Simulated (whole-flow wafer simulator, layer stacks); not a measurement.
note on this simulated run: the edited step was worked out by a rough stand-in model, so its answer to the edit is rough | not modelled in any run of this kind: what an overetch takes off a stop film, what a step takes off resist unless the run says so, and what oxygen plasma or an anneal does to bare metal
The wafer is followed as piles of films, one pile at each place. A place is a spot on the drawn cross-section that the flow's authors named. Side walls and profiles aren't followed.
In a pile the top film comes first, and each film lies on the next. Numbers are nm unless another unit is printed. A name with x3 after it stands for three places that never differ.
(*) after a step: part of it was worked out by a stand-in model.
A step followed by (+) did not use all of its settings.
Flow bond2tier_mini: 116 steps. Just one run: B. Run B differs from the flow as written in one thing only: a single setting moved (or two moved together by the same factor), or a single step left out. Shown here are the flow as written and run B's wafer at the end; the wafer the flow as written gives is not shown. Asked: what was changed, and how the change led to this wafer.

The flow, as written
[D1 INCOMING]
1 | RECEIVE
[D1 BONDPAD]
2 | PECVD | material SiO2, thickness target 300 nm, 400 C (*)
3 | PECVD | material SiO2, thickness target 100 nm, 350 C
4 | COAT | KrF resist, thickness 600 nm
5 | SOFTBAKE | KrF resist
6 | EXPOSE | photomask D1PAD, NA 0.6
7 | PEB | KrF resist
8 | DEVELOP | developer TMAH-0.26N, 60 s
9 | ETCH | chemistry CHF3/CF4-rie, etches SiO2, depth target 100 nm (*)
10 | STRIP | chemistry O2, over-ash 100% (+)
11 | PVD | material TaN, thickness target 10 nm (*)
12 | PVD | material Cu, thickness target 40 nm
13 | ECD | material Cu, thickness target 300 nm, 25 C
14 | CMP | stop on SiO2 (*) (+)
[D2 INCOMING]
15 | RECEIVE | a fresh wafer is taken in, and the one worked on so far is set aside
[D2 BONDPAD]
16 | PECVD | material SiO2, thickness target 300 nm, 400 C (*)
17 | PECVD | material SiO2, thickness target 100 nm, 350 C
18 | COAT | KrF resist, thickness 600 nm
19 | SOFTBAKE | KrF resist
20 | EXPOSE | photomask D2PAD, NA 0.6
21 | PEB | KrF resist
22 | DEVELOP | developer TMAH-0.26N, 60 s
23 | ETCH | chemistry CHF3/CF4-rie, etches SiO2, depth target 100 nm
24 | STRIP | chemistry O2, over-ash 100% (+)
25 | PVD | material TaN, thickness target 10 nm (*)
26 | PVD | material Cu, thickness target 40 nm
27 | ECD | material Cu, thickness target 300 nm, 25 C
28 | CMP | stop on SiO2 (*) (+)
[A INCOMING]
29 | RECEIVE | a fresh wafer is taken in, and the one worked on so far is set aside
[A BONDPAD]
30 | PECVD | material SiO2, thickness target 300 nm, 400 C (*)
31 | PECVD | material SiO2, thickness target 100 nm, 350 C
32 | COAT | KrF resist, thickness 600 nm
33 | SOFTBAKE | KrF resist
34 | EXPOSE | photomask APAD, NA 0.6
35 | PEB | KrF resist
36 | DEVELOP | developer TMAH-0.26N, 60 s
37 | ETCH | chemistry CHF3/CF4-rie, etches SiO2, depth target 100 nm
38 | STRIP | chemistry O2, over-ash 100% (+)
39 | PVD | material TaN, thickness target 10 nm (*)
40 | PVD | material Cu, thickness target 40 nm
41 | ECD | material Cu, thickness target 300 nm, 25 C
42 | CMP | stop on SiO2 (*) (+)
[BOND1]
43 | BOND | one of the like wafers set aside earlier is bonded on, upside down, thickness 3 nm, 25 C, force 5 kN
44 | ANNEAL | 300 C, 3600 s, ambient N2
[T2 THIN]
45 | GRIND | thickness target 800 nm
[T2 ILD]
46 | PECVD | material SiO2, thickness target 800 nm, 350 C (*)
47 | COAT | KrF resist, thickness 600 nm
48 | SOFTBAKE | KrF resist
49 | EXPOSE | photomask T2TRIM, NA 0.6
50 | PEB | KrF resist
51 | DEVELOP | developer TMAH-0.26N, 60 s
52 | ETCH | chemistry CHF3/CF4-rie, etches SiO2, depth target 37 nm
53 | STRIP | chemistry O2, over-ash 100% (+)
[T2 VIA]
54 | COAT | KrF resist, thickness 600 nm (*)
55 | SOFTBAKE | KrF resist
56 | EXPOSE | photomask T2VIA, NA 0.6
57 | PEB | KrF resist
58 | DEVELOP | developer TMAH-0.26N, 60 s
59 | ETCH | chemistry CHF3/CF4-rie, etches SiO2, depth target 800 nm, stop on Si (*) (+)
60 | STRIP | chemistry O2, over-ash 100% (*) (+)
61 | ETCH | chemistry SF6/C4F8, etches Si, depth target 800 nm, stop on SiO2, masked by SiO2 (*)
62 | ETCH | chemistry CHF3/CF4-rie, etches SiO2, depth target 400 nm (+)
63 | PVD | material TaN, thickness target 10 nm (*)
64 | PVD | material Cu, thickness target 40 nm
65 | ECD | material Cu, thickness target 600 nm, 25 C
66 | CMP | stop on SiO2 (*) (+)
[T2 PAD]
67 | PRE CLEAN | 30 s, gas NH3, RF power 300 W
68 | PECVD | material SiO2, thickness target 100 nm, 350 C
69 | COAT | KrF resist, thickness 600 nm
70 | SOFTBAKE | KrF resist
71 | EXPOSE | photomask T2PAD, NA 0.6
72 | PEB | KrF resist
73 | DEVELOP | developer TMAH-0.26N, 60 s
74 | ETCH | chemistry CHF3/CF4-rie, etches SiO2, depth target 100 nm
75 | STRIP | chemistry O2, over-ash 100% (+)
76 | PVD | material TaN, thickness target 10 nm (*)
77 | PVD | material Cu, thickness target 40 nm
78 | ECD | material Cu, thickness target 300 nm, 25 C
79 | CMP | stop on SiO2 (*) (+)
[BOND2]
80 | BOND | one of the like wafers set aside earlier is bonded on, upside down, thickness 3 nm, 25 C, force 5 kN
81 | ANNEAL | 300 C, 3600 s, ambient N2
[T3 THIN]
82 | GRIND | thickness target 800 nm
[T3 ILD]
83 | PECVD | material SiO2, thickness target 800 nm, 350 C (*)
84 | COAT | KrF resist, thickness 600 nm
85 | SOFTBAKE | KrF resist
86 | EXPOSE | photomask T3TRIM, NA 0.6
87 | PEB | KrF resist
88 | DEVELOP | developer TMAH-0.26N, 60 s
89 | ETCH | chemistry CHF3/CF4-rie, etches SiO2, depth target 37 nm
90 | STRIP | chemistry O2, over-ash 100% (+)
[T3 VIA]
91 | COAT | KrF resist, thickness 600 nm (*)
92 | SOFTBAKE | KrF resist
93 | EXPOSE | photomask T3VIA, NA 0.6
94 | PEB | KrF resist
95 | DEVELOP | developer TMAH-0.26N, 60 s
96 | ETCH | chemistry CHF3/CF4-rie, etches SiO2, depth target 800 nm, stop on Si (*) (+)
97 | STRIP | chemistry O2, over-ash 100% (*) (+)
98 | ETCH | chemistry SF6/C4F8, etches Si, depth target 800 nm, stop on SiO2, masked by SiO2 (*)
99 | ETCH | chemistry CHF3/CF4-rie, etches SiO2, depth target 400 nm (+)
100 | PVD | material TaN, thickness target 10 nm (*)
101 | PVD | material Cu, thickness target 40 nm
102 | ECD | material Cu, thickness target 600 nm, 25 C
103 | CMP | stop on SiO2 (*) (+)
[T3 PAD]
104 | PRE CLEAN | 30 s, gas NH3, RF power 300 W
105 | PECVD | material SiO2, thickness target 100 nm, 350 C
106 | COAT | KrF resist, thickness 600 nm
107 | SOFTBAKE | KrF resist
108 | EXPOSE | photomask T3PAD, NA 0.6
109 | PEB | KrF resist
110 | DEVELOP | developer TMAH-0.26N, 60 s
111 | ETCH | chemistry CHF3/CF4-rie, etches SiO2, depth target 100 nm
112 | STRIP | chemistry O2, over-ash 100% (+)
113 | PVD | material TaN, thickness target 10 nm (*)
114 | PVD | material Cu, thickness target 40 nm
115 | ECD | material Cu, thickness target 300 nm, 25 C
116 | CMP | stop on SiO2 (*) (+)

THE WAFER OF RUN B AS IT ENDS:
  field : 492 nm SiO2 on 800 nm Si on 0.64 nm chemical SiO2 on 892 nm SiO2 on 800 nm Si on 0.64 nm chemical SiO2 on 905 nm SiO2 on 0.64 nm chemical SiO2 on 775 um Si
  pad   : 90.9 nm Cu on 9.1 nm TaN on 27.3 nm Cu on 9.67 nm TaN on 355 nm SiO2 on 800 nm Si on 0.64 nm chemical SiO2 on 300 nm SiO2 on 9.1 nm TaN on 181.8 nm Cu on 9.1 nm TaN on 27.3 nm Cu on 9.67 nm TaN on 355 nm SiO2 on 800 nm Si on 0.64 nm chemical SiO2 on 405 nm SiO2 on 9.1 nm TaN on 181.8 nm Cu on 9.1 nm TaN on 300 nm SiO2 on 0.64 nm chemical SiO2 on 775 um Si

Cause: step 2, PECVD: thickness target 405 nm was run, whereas the flow has thickness target 300 nm.
One can read it off the wafer: pad has SiO2 405, and step 2 as written asks for 300 nm.

Step by step, how the change led to this:
  2 | PECVD | material SiO2, thickness target 300 nm, 400 C (*)
      field, pad, via: +405 SiO2 (new film) (as written it would have been: +300 SiO2 (new film))
  43 | BOND | one of the like wafers set aside earlier is bonded on, upside down, thickness 3 nm, 25 C, force 5 kN
      field: +775 um Si (new film), +0.64 chemical SiO2 (new film), +505 SiO2 (as written it would have been: +775 um Si (new film), +0.64 chemical SiO2 (new film), +400 SiO2)
      pad: +775 um Si (new film), +0.64 chemical SiO2 (new film), +405 SiO2 (new film), +9.1 TaN (new film), +90.9 Cu (as written it would have been: +775 um Si (new film), +0.64 chemical SiO2 (new film), +300 SiO2 (new film), +9.1 TaN (new film), +90.9 Cu)
      (and at 1 other place as well)
